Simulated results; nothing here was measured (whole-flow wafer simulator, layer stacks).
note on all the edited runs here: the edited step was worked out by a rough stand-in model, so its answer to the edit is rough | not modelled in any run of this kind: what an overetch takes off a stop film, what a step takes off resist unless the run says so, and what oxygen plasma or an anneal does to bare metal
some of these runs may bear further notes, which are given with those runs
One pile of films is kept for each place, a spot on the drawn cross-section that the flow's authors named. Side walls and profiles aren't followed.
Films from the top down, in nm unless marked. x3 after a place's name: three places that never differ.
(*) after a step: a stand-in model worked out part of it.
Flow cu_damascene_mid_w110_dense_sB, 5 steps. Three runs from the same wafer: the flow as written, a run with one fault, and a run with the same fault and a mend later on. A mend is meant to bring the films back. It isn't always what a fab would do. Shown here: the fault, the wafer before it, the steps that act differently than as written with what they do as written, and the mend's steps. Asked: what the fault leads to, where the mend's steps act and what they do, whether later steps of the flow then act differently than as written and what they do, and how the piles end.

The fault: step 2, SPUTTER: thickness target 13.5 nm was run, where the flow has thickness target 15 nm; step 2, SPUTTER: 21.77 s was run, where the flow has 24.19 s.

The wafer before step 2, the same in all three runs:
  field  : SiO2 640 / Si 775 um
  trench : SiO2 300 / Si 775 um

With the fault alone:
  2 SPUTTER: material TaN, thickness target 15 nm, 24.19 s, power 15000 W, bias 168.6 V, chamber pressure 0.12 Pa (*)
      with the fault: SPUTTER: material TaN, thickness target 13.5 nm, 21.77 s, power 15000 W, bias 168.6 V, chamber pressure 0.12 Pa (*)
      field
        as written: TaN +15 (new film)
        with the fault: TaN +13.5 (new film)
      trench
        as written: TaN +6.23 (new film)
        with the fault: TaN +5.61 (new film)
  No later step of the flow acts differently than as written, at any place that is followed, by more than 2% or 0.5 nm, whichever is larger.
  At the end the piles differ from the flow's by more than 2% or 0.5 nm, whichever is larger, at field, trench.
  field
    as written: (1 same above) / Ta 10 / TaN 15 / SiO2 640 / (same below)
    with the fault: (1 same above) / Ta 10 / TaN 13.5 / SiO2 640 / (same below)
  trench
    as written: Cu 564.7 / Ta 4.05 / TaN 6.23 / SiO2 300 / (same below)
    with the fault: Cu 563.8 / Ta 4.06 / TaN 5.61 / SiO2 300 / (same below)

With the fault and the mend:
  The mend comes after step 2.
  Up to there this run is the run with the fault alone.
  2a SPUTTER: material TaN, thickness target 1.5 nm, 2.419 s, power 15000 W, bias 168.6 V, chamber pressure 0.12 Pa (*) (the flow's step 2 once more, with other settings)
      field
        TaN +1.5
      trench
        TaN +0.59
  No later step of the flow acts differently than as written at any place that is followed.
  At the end the piles differ from the flow's only slightly at the places that both follow, by at most 2% or 0.5 nm, whichever is larger.
